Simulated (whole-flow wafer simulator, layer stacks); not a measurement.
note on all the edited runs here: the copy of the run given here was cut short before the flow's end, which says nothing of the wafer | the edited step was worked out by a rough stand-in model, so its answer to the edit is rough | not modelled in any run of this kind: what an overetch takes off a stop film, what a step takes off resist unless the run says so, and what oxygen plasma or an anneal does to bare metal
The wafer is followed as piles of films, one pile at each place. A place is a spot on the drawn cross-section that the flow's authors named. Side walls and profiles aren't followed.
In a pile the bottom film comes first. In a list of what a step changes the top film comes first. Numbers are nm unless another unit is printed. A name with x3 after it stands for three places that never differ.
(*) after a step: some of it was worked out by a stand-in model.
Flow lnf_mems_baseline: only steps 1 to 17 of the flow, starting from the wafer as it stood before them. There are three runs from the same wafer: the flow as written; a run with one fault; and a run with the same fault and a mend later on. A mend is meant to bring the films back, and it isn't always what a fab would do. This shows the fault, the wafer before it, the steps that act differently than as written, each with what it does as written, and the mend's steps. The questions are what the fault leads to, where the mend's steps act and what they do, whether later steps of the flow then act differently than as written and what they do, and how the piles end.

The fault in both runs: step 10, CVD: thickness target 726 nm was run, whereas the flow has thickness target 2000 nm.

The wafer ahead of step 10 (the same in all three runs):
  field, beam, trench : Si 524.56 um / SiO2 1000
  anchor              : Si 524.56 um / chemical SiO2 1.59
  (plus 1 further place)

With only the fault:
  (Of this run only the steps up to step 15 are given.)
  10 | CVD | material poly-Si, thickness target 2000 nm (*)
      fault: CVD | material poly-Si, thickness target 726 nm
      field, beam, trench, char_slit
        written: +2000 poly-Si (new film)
        fault: +726 poly-Si (new film)
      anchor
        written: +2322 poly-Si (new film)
        fault: +726 poly-Si (new film)
  Steps further on in the flow that do not act as written (1 other step is not shown; it differs only slightly, by no more than 2% or 0.5 nm, whichever is larger):
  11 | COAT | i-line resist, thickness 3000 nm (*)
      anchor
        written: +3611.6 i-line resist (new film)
        fault: +3861 i-line resist (new film)
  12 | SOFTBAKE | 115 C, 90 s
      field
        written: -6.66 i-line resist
        fault: -14.2 i-line resist
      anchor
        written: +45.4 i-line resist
        fault: +94.5 i-line resist
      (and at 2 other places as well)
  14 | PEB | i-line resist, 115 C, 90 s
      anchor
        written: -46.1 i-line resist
        fault: -51.5 i-line resist
  The piles after step 15 differ from the flow's at field, anchor, beam, trench, char_slit by more than 2% or 0.5 nm, whichever is larger.
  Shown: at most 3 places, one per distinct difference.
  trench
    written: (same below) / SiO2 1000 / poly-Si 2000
    fault: (same below) / SiO2 1000 / poly-Si 726
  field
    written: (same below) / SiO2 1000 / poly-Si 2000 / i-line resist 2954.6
    fault: (same below) / SiO2 1000 / poly-Si 726 / i-line resist 2942.5
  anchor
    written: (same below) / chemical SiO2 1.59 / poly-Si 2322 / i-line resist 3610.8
    fault: (same below) / chemical SiO2 1.59 / poly-Si 726 / i-line resist 3903.9

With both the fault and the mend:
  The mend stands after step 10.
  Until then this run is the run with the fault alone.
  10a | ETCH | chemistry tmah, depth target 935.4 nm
      field, anchor, beam, trench, char_slit
        -726 poly-Si (all of it)
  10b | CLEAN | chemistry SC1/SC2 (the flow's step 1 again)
      does not change any film at any place that is followed
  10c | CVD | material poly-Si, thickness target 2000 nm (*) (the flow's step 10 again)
      field, beam, trench, char_slit
        +2000 poly-Si (new film)
      anchor
        +2322 poly-Si (new film)
  Every later step of the flow that is run acts as written at every place that is followed.
  The piles end the same as the flow's at every place that both follow.
